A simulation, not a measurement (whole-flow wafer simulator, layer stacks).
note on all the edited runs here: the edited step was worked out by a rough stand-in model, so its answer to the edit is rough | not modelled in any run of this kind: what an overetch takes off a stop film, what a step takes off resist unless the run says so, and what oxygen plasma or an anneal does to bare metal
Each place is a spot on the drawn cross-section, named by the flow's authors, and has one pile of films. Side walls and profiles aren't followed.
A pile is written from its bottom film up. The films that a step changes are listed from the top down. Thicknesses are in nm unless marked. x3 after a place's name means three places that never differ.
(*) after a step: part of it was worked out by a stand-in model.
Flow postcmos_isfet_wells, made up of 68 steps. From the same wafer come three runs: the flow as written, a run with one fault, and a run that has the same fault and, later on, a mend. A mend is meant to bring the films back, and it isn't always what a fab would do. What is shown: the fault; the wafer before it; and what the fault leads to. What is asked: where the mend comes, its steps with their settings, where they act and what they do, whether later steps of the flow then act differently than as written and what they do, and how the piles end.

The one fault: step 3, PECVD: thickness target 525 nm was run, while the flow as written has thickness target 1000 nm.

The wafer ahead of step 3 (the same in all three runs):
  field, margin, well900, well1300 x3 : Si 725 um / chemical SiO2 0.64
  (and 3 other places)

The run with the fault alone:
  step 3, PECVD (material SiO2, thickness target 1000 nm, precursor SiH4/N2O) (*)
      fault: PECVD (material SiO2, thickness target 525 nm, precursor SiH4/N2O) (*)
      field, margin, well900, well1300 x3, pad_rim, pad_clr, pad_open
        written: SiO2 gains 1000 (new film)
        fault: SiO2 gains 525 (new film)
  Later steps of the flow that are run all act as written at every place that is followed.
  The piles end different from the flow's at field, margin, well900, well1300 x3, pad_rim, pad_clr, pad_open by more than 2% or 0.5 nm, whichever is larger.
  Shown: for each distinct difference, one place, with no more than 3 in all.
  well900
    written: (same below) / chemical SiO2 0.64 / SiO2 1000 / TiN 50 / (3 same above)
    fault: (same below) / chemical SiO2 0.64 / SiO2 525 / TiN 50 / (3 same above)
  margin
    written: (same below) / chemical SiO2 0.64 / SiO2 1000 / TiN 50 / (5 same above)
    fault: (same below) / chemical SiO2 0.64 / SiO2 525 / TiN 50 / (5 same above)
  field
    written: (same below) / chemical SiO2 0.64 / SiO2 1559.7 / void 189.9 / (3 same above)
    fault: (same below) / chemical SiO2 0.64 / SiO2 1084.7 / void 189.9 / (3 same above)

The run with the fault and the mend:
  The mend follows step 3.
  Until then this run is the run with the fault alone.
  step 3a, PECVD (material SiO2, thickness target 475 nm, precursor SiH4/N2O) (*) (a further turn of the flow's step 3, with different settings)
      field, margin, well900, well1300 x3, pad_rim, pad_clr, pad_open
        SiO2 gains 475
  Later steps of the flow that are run all act as written at every place that is followed.
  The piles end the same as the flow's at every place that both follow.
